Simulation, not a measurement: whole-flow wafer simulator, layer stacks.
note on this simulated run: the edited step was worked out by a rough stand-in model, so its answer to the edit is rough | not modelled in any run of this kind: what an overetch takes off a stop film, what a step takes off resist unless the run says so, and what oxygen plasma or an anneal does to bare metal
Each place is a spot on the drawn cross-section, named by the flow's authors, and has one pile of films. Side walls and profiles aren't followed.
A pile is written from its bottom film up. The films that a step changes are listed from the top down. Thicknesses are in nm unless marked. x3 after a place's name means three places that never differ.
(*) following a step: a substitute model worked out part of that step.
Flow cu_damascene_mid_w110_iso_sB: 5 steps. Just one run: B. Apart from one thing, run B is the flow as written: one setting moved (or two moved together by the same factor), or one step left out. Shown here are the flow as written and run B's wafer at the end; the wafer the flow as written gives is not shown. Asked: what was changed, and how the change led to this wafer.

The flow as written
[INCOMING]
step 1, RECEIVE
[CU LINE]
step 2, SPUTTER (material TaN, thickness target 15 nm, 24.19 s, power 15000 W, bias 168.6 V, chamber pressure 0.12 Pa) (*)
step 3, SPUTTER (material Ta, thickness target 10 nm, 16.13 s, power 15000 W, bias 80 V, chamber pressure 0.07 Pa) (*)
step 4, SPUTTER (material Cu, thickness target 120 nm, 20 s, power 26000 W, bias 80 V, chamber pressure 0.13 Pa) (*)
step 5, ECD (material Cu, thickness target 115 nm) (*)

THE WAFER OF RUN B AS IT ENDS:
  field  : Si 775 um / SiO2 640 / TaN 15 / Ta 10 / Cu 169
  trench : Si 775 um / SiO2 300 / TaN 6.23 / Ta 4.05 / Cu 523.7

The reason: step 4, SPUTTER: thickness target 54 nm was run, while the flow as written has thickness target 120 nm; step 4, SPUTTER: 9 s was run, where the flow has 20 s.

Step by step, how the change led to this:
  step 4, SPUTTER (material Cu, thickness target 120 nm, 20 s, power 26000 W, bias 80 V, chamber pressure 0.13 Pa) (*)
      field: +54 Cu (new film) (in the flow as written it would be: +120 Cu (new film))
      trench: +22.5 Cu (new film) (in the flow as written it would be: +49.9 Cu (new film))
  step 5, ECD (material Cu, thickness target 115 nm) (*)
      trench: +501.3 Cu (in the flow as written it would be: +539.8 Cu)
